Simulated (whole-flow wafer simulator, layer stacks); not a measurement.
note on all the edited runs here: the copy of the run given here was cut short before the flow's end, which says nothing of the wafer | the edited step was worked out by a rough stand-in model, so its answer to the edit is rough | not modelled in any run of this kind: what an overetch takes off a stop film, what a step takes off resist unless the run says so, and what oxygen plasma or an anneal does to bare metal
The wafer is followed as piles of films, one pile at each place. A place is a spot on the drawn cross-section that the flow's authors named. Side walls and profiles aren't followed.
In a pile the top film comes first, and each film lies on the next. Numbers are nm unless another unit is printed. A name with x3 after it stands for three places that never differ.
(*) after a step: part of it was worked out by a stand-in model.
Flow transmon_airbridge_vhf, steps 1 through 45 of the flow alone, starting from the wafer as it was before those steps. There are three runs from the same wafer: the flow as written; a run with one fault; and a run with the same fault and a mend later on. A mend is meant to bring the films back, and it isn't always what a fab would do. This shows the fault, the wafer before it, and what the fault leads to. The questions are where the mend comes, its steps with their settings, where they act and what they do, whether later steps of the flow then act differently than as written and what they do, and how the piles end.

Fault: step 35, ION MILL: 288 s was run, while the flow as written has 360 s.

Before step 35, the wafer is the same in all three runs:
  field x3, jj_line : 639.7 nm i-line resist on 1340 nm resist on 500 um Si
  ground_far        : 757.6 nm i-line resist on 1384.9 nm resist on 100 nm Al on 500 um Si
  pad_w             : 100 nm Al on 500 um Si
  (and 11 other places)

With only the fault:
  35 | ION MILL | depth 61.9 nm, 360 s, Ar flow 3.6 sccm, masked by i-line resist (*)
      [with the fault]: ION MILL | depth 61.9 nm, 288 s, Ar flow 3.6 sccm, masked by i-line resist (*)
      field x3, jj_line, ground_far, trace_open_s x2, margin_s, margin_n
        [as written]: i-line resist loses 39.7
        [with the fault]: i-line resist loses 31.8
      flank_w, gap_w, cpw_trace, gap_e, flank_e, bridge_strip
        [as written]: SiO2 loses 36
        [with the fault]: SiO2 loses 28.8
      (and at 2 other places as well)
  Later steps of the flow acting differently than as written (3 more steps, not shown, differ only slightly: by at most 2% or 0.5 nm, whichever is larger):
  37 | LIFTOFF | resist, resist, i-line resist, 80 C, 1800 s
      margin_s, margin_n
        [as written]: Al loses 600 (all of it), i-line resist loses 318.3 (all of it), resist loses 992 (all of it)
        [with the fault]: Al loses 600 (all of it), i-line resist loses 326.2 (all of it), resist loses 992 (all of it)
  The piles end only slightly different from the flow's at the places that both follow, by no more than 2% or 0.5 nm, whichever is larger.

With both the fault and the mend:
  After step 35 comes the mend.
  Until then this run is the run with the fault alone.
  35a | ION MILL | depth 61.9 nm, 72 s, Ar flow 3.6 sccm, masked by i-line resist (*) (the flow's step 35 again, with other settings)
      field x3, jj_line, ground_far, trace_open_s x2, margin_s, margin_n
        i-line resist loses 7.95
      flank_w, gap_w, cpw_trace, gap_e, flank_e, bridge_strip
        SiO2 loses 7.19
      pad_w, pad_e
        Al loses 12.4
  None of the later steps of the flow acts differently than as written at any place that is followed.
  At every place that both follow, the piles at the end match the flow's.
